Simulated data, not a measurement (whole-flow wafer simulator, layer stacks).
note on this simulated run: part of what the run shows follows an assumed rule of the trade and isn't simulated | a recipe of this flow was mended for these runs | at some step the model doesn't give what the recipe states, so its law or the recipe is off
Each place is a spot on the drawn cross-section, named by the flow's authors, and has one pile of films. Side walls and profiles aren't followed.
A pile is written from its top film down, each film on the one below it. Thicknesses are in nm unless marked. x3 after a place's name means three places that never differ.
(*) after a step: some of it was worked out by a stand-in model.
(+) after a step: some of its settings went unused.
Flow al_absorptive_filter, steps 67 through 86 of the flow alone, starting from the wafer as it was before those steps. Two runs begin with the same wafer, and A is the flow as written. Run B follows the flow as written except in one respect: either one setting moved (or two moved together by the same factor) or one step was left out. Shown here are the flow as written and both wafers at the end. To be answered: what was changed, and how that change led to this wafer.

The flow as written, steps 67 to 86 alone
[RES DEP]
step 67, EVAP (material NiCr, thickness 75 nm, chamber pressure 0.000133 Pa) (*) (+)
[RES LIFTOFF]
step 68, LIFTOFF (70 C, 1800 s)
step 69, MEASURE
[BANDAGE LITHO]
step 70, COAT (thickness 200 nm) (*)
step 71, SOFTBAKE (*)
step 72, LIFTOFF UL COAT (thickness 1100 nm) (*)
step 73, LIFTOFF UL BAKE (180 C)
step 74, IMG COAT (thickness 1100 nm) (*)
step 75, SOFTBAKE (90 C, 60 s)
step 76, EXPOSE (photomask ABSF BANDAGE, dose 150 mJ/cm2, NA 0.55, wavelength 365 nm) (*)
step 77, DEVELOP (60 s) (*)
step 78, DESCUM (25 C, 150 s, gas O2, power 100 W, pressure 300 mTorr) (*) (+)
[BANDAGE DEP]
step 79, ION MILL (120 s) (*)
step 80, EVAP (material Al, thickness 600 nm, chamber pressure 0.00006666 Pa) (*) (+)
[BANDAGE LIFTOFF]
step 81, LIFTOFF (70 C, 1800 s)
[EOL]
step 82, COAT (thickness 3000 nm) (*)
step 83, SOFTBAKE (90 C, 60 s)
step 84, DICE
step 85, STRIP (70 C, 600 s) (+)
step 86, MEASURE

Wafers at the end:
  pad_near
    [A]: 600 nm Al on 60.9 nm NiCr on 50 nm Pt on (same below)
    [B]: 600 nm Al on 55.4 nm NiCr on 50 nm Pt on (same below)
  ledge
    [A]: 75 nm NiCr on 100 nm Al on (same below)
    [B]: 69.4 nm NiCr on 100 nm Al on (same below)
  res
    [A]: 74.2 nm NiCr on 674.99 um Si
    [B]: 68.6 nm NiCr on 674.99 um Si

Cause: step 67, EVAP: thickness 69.38 nm was run, whereas the flow has thickness 75 nm.
The wafer lets one read it off: ledge has NiCr 69.4, and step 67 as written asks for 75 nm.

How this came from the change, step by step:
  step 67, EVAP (material NiCr, thickness 75 nm, chamber pressure 0.000133 Pa) (*) (+)
      gnd, pad_far, ledge and 9 more: A +75 NiCr (new film) | B +69.4 NiCr (new film)
      pad_near: A +74.2 NiCr (new film) | B +68.7 NiCr (new film)
      (and at 1 other place as well)
  step 68, LIFTOFF (70 C, 1800 s)
      xa_field, xl_land, idc_field: A -75 NiCr (all of it), -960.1 i-line-resist (all of it), -1100 lift-off-underlayer (all of it), -200 acrylic-e-beam-resist (all of it) | B -69.4 NiCr (all of it), -960.1 i-line-resist (all of it), -1100 lift-off-underlayer (all of it), -200 acrylic-e-beam-resist (all of it)
      gnd: A -75 NiCr (all of it), -959.5 i-line-resist (all of it), -1100.9 lift-off-underlayer (all of it), -200.6 acrylic-e-beam-resist (all of it) | B -69.4 NiCr (all of it), -959.5 i-line-resist (all of it), -1100.9 lift-off-underlayer (all of it), -200.6 acrylic-e-beam-resist (all of it)
      (and at 7 other places as well)
